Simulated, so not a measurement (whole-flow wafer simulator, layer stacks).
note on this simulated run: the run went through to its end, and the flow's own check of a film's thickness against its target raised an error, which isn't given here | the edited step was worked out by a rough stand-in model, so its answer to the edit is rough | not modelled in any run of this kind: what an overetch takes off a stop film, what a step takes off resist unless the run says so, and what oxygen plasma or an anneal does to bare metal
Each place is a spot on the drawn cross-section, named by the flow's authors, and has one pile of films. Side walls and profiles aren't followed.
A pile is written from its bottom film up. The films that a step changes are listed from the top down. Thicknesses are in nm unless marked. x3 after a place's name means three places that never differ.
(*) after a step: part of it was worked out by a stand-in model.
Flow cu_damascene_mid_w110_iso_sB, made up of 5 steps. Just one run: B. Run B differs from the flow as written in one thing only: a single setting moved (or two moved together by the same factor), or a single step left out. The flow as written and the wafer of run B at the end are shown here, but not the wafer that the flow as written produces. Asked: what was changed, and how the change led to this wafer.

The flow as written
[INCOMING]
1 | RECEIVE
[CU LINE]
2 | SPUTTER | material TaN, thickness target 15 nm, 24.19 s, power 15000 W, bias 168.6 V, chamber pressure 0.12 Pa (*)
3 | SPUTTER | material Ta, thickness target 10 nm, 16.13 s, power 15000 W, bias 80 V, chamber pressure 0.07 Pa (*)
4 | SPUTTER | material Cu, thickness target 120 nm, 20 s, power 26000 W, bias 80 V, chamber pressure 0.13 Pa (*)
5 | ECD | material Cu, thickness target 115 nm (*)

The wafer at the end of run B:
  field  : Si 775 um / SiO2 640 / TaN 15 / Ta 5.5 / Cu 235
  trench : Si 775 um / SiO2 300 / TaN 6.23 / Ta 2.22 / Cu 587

Cause: step 3, SPUTTER: thickness target 5.5 nm was run, though the flow has thickness target 10 nm; step 3, SPUTTER: 8.87 s was run, where the flow has 16.13 s.
The wafer itself shows it: field has Ta 5.5, and step 3 as written asks for 10 nm.

Step by step, how the change led to this:
  3 | SPUTTER | material Ta, thickness target 10 nm, 16.13 s, power 15000 W, bias 80 V, chamber pressure 0.07 Pa (*)
      field: +5.5 Ta (new film) (it would be, as written: +10 Ta (new film))
      trench: +2.22 Ta (new film) (it would be, as written: +4.05 Ta (new film))
